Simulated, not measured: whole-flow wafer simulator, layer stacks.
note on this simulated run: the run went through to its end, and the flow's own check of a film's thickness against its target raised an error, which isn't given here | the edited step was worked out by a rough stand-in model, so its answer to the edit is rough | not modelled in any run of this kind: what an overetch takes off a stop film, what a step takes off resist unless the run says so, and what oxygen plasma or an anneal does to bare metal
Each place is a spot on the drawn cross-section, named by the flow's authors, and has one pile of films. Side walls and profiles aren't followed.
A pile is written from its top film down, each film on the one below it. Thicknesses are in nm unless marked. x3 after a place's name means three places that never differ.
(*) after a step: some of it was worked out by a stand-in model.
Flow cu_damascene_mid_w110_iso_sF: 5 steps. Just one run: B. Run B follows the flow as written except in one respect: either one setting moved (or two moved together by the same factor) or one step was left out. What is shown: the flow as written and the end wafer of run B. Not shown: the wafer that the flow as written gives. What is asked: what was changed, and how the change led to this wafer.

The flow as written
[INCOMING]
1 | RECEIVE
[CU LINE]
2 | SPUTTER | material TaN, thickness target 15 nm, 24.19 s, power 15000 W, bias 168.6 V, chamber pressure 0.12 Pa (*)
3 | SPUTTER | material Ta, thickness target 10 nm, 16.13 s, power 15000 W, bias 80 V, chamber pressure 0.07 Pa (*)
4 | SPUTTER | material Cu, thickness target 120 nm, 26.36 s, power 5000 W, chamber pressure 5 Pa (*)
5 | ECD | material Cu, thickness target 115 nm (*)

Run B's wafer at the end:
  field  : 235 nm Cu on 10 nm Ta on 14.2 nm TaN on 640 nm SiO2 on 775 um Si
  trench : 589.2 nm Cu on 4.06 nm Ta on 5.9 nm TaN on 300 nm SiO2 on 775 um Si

What caused this: step 2, SPUTTER: thickness target 14.2 nm was run, while the flow as written has thickness target 15 nm; step 2, SPUTTER: 22.98 s was run, where the flow has 24.19 s.
The wafer itself shows it: field has TaN 14.2, and step 2 as written asks for 15 nm.

Step by step, how the change led to this:
  2 | SPUTTER | material TaN, thickness target 15 nm, 24.19 s, power 15000 W, bias 168.6 V, chamber pressure 0.12 Pa (*)
      field: TaN gains 14.2 (new film) (it would be, as written: TaN gains 15 (new film))
